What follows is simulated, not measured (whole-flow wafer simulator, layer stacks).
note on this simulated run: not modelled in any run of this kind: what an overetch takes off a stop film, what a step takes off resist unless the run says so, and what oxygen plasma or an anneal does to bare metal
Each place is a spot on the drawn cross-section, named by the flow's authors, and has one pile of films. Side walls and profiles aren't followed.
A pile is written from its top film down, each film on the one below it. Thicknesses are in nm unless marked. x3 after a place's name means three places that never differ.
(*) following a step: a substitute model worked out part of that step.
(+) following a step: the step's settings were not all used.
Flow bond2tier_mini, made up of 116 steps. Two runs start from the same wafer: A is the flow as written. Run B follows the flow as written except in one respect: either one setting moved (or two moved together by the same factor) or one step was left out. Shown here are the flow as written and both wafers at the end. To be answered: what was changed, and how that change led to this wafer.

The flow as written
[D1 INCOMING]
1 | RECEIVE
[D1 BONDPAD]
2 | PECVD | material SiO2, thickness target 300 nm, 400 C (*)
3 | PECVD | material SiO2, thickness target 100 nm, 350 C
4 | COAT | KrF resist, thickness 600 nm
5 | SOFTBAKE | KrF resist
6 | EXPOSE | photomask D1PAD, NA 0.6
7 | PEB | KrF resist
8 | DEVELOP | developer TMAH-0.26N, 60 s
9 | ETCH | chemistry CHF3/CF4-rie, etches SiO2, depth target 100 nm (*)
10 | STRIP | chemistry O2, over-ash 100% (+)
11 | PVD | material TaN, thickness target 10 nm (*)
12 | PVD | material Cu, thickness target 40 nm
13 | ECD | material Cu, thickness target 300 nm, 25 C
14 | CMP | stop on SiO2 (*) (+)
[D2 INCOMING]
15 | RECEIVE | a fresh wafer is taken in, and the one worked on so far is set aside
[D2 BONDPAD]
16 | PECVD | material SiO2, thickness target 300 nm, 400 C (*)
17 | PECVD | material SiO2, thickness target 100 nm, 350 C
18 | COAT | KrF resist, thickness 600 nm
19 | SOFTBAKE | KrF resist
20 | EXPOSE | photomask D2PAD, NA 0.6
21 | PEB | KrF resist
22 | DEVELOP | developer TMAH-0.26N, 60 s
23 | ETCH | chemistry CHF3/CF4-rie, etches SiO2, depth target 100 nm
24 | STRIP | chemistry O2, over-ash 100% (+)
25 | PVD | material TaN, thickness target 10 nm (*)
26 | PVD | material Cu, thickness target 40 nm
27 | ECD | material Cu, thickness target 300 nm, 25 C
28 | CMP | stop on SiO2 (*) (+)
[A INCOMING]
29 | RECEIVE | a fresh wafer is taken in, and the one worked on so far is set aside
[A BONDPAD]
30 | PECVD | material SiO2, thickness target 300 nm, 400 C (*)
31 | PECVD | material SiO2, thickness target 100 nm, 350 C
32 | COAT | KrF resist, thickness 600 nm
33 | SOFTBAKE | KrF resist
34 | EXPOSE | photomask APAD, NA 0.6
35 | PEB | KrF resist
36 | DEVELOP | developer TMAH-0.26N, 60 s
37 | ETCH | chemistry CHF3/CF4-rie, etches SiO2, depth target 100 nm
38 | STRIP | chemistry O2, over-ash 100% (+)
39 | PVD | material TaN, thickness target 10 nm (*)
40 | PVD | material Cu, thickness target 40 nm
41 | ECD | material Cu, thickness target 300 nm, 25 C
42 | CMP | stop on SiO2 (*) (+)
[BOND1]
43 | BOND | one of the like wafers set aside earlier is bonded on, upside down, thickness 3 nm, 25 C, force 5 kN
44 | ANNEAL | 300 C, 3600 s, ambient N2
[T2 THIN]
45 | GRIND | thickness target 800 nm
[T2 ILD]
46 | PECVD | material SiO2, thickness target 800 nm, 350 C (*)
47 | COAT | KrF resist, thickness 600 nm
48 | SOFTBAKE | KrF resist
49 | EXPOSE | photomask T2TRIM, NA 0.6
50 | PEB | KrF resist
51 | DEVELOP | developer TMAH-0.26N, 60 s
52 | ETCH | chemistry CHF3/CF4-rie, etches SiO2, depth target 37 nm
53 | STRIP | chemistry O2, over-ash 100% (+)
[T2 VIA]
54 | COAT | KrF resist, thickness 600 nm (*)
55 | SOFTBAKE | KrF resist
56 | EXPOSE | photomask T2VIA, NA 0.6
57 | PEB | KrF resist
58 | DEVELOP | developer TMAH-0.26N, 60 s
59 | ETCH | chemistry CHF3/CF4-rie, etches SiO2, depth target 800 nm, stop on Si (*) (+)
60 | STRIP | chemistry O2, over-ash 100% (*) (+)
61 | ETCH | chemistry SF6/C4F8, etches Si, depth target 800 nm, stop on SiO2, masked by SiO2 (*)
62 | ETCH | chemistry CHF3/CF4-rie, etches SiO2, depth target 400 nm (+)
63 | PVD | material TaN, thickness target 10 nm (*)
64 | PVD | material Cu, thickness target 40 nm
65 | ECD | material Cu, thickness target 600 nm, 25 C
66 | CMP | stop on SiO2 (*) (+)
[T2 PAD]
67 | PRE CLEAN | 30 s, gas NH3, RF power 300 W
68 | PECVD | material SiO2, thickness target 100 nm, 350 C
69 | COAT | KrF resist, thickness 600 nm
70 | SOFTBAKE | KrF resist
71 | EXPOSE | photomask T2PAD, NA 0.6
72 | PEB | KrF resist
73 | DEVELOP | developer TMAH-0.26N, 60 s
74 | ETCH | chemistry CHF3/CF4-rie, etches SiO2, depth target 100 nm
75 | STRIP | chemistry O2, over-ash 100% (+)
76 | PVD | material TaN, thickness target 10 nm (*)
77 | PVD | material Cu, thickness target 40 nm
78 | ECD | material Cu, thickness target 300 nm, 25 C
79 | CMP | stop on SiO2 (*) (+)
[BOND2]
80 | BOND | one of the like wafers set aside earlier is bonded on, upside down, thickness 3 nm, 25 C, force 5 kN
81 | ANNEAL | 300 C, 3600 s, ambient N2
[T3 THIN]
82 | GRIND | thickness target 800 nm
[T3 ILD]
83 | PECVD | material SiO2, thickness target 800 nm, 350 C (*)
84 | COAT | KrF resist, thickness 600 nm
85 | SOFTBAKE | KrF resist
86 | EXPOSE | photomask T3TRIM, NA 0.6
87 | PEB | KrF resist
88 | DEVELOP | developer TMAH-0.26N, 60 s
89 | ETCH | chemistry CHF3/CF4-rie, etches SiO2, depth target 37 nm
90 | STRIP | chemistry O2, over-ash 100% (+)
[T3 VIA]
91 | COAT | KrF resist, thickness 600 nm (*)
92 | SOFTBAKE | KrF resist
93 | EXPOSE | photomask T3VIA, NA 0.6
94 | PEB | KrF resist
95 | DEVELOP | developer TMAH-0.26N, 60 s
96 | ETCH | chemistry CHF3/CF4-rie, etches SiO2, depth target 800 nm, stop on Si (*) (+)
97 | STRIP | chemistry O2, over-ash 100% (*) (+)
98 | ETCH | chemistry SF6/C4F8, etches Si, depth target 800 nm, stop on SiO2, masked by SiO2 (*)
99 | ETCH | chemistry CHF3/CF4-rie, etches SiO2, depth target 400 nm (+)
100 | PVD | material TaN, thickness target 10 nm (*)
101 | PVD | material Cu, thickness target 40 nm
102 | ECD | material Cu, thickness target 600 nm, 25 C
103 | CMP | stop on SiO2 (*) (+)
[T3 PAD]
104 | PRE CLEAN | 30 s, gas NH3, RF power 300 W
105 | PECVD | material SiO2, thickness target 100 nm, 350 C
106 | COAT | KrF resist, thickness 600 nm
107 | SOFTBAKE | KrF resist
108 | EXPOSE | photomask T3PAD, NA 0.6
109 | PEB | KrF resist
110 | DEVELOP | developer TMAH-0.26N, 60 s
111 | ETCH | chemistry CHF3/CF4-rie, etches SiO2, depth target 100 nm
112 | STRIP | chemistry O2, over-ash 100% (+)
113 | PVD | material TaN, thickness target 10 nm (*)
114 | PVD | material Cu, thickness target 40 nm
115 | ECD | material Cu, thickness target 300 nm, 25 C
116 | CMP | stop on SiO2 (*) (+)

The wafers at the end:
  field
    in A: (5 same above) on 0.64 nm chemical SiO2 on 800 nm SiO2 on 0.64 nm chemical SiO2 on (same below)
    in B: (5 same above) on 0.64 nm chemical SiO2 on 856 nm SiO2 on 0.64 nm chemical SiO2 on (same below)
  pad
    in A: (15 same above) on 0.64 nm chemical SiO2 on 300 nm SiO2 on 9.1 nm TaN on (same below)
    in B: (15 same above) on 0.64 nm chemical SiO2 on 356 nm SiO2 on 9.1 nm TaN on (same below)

Cause: step 3, PECVD: thickness target 156 nm was run, while the flow as written has thickness target 100 nm.

Step by step, how the change led to this:
  3 | PECVD | material SiO2, thickness target 100 nm, 350 C
      field, pad, via: A SiO2 gains 100 | B SiO2 gains 156
  43 | BOND | one of the like wafers set aside earlier is bonded on, upside down, thickness 3 nm, 25 C, force 5 kN
      field: A Si gains 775 um (new film), chemical SiO2 gains 0.64 (new film), SiO2 gains 400 | B Si gains 775 um (new film), chemical SiO2 gains 0.64 (new film), SiO2 gains 456
      pad: A Si gains 775 um (new film), chemical SiO2 gains 0.64 (new film), SiO2 gains 300 (new film), TaN gains 9.1 (new film), Cu gains 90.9 | B Si gains 775 um (new film), chemical SiO2 gains 0.64 (new film), SiO2 gains 356 (new film), TaN gains 9.1 (new film), Cu gains 90.9
      (and at 1 other place as well)
